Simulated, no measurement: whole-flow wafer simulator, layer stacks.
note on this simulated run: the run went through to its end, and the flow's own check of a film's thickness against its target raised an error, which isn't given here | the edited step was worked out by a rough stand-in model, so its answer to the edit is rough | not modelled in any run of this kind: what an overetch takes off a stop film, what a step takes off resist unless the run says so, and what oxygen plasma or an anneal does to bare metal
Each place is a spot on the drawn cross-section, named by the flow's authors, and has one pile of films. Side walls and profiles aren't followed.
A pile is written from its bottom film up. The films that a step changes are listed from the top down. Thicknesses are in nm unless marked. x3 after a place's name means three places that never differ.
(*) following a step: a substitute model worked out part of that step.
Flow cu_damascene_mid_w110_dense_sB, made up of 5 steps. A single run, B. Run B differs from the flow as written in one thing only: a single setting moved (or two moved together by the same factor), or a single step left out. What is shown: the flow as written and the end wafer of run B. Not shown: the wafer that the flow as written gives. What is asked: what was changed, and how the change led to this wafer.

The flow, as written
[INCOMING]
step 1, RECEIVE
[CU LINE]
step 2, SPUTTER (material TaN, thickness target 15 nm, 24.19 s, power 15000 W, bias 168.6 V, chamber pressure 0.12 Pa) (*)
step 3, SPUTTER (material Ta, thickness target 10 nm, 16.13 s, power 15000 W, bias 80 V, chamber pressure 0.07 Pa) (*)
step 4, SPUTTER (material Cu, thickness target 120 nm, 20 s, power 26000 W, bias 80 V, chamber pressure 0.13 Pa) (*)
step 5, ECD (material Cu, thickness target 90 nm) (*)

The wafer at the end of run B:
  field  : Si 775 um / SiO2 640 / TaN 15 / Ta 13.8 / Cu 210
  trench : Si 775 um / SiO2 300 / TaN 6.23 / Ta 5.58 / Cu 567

What caused this: step 3, SPUTTER: thickness target 13.8 nm was run, though the flow has thickness target 10 nm; step 3, SPUTTER: 22.18 s was run, where the flow has 16.13 s.
One can read it off the wafer: field has Ta 13.8, and step 3 as written asks for 10 nm.

How this came from the change, step by step:
  step 3, SPUTTER (material Ta, thickness target 10 nm, 16.13 s, power 15000 W, bias 80 V, chamber pressure 0.07 Pa) (*)
      field: Ta gains 13.8 (new film) (in the flow as written it would be: Ta gains 10 (new film))
      trench: Ta gains 5.58 (new film) (in the flow as written it would be: Ta gains 4.05 (new film))
